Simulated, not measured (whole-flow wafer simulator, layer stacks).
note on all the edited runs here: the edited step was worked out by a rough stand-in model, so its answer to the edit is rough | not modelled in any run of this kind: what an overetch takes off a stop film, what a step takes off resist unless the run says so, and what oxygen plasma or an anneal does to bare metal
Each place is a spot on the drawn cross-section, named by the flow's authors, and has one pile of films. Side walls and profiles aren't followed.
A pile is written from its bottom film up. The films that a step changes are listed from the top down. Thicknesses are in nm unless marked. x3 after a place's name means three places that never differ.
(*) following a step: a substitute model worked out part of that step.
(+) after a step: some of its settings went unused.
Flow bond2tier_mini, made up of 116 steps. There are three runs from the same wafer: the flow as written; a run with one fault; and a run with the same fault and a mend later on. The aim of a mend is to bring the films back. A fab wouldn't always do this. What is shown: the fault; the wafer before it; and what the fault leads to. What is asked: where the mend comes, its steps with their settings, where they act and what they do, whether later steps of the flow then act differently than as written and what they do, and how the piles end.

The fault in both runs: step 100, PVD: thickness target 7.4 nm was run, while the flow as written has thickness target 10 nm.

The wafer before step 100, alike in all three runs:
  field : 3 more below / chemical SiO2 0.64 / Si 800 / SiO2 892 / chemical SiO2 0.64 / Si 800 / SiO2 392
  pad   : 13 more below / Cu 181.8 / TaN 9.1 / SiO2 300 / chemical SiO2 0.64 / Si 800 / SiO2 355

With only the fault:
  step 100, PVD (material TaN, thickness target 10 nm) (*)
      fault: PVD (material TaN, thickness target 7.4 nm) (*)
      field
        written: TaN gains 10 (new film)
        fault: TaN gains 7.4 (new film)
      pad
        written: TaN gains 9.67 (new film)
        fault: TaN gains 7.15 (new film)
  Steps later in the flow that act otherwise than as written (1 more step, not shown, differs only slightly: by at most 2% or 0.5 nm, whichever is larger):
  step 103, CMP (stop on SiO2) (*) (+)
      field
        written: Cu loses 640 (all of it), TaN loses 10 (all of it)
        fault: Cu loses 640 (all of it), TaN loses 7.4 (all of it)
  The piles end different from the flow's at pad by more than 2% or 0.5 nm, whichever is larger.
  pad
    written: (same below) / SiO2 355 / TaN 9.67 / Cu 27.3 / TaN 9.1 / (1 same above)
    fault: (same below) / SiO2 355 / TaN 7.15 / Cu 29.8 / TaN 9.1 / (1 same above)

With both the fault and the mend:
  After step 100 comes the mend.
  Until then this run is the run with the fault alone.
  step 100a, PVD (material TaN, thickness target 2.6 nm) (*) (the flow's step 100, run once more with other settings)
      field
        TaN gains 2.6
      pad
        TaN gains 2.51
  Later steps of the flow that are run all act as written at every place that is followed.
  The piles end the same as the flow's at every place that both follow.
